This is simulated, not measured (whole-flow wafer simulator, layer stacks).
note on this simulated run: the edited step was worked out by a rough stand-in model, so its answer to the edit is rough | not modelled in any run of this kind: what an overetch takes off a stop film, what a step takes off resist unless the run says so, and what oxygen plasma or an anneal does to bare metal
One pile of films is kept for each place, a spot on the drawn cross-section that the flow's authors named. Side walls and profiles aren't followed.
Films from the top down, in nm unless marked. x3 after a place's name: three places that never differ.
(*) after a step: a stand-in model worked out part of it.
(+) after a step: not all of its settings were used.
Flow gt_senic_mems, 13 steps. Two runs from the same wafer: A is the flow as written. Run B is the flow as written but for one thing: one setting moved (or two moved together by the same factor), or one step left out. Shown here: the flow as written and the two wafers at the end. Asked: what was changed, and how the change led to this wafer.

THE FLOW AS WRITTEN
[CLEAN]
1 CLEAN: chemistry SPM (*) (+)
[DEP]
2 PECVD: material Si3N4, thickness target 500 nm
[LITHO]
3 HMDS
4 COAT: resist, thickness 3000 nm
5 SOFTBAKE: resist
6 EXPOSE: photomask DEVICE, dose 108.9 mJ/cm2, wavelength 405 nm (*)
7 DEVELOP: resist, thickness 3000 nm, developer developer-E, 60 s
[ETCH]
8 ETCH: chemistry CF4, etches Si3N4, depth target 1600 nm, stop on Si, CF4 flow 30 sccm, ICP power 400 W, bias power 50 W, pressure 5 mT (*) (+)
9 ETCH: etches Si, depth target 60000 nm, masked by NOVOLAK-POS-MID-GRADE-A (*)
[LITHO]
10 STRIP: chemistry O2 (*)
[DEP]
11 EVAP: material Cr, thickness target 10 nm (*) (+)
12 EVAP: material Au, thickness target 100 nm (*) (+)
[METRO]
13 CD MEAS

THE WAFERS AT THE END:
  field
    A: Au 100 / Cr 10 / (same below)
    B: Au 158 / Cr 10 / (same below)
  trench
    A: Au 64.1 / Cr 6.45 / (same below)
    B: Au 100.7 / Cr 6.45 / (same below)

The cause: step 12, EVAP: thickness target 158 nm was run, where the flow has thickness target 100 nm.
It can be read off the wafer: field has Au 158, and step 12 as written asks for 100 nm.

How the change led to this, step by step:
  12 EVAP: material Au, thickness target 100 nm (*) (+)
      field: A Au +100 (new film) | B Au +158 (new film)
      trench: A Au +64.1 (new film) | B Au +100.7 (new film)
